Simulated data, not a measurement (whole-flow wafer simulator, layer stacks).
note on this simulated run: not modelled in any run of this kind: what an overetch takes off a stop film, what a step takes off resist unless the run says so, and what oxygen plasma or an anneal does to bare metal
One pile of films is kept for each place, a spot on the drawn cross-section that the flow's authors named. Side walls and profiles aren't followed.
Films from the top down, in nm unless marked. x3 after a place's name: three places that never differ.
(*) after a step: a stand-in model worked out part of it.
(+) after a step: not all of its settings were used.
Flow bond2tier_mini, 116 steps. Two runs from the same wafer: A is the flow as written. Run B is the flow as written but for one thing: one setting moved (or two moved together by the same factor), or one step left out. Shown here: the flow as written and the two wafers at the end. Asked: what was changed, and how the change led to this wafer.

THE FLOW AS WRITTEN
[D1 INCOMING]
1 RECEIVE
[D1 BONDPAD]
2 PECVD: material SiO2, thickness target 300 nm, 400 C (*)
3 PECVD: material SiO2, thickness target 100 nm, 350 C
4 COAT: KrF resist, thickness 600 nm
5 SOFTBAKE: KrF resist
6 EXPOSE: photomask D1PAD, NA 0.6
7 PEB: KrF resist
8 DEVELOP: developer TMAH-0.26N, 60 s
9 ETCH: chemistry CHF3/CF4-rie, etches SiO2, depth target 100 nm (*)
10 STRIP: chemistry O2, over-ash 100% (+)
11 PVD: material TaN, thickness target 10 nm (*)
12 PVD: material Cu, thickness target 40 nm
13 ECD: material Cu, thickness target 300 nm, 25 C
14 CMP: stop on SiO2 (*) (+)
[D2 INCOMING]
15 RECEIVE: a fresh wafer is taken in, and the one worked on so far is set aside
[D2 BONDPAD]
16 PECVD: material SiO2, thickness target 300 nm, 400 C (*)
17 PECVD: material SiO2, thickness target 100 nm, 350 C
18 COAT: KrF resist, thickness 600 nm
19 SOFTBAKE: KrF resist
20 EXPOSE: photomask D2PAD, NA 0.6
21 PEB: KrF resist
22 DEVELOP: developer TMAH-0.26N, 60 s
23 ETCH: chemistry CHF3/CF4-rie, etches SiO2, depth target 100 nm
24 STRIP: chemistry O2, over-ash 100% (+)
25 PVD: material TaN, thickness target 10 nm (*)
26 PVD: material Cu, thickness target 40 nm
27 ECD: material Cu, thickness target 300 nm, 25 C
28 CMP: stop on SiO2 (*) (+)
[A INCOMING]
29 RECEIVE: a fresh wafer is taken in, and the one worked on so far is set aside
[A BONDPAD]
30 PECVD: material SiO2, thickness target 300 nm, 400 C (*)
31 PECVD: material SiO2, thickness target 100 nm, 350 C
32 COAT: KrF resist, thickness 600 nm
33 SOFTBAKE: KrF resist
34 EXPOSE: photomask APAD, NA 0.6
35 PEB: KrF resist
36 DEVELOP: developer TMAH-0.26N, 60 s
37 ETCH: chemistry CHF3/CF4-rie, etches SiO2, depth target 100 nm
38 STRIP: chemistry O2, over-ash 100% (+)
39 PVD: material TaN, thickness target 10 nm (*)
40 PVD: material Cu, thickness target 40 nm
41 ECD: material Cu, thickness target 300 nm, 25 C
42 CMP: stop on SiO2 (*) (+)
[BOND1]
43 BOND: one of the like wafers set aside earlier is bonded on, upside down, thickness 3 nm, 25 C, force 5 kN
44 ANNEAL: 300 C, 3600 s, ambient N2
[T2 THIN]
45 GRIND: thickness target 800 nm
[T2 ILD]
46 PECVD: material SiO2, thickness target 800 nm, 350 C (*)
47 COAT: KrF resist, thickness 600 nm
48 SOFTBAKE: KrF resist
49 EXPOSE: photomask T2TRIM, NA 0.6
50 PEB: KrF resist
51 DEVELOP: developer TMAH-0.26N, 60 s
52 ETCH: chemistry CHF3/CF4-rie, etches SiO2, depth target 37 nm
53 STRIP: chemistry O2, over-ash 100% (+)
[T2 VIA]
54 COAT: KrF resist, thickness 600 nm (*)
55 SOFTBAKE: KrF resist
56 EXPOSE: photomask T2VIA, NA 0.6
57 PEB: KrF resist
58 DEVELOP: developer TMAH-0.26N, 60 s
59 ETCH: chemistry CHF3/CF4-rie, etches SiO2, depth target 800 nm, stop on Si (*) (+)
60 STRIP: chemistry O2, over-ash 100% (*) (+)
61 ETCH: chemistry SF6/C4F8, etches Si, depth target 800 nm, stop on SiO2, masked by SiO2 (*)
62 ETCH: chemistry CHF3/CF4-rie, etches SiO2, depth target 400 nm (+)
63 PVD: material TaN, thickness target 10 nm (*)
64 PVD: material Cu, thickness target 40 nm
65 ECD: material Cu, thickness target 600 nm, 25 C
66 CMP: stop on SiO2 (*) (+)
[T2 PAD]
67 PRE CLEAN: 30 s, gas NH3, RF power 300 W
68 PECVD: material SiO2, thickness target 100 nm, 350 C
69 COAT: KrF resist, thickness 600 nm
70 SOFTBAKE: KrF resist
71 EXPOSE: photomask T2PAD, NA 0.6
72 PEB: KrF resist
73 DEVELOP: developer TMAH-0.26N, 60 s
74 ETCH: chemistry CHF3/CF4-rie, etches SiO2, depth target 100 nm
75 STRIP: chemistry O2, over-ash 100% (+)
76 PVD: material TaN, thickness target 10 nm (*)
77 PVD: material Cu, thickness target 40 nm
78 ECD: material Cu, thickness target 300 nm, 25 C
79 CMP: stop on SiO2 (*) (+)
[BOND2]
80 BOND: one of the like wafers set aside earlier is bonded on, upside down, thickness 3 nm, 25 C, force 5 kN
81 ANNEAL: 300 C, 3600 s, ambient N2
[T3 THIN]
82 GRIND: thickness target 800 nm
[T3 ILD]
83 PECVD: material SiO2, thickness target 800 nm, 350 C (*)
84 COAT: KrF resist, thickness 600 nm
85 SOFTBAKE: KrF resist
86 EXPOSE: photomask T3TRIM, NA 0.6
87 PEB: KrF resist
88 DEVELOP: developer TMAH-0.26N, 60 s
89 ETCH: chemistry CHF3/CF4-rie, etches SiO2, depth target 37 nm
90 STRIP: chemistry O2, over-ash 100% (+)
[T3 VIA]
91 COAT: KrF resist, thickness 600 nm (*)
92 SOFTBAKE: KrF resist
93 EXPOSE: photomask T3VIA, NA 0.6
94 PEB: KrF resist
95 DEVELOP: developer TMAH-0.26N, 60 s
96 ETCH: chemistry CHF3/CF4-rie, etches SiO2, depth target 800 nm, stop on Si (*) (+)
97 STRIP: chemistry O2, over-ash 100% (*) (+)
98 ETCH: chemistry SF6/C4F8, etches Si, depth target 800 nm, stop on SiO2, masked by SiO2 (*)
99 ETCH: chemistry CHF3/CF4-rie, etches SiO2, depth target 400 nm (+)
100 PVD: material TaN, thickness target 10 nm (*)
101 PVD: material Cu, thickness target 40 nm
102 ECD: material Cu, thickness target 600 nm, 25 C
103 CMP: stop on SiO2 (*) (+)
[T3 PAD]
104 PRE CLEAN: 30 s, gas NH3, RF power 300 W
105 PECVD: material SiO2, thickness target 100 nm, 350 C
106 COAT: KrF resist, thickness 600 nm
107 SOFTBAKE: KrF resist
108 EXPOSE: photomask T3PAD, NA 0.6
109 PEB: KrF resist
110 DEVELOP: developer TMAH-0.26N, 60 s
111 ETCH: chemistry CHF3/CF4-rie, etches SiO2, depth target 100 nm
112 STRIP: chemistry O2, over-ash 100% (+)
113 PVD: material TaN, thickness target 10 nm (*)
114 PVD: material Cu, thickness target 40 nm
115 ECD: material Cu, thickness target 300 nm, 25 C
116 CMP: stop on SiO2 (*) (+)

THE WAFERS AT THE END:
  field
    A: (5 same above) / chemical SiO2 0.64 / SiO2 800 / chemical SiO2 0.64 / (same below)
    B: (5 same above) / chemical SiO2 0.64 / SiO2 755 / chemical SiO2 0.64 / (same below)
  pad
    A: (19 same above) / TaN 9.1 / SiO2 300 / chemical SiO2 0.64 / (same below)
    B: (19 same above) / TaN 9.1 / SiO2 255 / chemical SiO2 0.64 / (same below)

The cause: step 31, PECVD: thickness target 55 nm was run, where the flow has thickness target 100 nm.

How the change led to this, step by step:
  31 PECVD: material SiO2, thickness target 100 nm, 350 C
      field, pad, via: A SiO2 +100 | B SiO2 +55
